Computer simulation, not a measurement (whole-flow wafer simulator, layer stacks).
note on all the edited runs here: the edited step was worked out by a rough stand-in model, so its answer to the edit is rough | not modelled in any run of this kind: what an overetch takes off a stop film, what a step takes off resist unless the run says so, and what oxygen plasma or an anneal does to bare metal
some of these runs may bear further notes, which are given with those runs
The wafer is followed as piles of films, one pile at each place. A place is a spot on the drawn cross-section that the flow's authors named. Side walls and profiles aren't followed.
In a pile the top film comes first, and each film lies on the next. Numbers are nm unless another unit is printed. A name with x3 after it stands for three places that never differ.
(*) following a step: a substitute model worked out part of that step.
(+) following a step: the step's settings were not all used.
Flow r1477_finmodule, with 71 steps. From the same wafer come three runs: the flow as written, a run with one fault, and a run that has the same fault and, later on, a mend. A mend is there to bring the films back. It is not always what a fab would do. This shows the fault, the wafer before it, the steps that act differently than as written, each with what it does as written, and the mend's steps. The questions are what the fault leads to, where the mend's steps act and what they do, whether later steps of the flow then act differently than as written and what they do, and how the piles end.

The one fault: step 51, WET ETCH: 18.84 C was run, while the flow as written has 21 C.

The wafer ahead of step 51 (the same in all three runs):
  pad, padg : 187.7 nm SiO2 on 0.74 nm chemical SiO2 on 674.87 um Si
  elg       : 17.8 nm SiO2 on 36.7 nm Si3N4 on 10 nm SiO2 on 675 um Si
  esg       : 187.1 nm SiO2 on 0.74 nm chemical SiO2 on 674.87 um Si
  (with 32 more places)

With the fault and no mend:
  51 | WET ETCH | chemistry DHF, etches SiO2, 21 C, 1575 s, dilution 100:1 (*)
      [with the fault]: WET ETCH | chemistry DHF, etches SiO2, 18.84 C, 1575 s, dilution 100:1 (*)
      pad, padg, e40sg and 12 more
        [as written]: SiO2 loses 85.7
        [with the fault]: SiO2 loses 78.4
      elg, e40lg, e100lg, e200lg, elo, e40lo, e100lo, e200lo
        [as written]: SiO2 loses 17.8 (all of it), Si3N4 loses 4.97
        [with the fault]: SiO2 loses 17.8 (all of it), Si3N4 loses 4.17
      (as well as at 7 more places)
  Steps further on in the flow that do not act as written (1 more step, not shown, differs only slightly: by at most 2% or 0.5 nm, whichever is larger):
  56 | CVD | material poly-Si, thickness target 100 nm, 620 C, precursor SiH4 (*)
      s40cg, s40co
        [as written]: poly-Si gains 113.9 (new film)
        [with the fault]: poly-Si gains 107.2 (new film)
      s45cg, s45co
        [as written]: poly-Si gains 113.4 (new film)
        [with the fault]: poly-Si gains 106.7 (new film)
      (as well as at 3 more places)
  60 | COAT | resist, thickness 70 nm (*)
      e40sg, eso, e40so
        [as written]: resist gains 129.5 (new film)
        [with the fault]: resist gains 123.3 (new film)
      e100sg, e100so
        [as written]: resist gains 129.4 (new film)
        [with the fault]: resist gains 123.3 (new film)
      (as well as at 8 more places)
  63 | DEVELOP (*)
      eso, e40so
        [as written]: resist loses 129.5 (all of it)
        [with the fault]: resist loses 123.3 (all of it)
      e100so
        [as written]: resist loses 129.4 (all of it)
        [with the fault]: resist loses 123.3 (all of it)
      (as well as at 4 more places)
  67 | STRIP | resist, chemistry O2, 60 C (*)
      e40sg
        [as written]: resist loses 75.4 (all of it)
        [with the fault]: resist loses 69.2 (all of it)
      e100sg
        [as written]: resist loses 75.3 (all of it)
        [with the fault]: resist loses 69.2 (all of it)
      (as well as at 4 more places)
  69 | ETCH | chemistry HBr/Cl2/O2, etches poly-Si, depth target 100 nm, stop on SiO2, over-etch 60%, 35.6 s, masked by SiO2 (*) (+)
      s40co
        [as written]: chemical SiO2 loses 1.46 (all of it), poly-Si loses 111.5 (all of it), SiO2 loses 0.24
        [with the fault]: chemical SiO2 loses 1.43 (all of it), poly-Si loses 104.8 (all of it), SiO2 loses 0.28
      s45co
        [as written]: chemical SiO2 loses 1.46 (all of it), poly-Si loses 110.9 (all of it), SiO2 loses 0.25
        [with the fault]: chemical SiO2 loses 1.43 (all of it), poly-Si loses 104.2 (all of it), SiO2 loses 0.28
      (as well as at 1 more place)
  At pad, padg, elg and 27 more, the piles at the end differ from the flow's by more than 2% or 0.5 nm, whichever is larger.
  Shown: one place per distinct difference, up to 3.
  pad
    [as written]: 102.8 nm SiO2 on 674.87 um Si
    [with the fault]: 110.1 nm SiO2 on 674.87 um Si
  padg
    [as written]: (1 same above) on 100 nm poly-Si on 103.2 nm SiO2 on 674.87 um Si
    [with the fault]: (1 same above) on 100 nm poly-Si on 110.5 nm SiO2 on 674.87 um Si
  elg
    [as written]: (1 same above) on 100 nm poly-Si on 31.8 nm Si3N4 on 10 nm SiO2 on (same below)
    [with the fault]: (1 same above) on 100 nm poly-Si on 32.6 nm Si3N4 on 10 nm SiO2 on (same below)

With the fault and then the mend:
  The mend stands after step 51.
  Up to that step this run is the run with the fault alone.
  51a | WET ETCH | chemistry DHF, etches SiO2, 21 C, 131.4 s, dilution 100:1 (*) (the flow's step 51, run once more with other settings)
      pad, padg, e40sg and 12 more
        SiO2 loses 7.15
      elg, e40lg, e100lg, e200lg, elo, e40lo, e100lo, e200lo
        Si3N4 loses 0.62
      esg, s40cg, s45cg, s50cg, s40co, s45co, s50co
        SiO2 loses 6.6
  Every later step of the flow that is run acts as written, at every place that is followed, to within 2% or 0.5 nm, whichever is larger.
  At the end the piles are close to the flow's at the places that both follow, differing by at most 2% or 0.5 nm, whichever is larger.
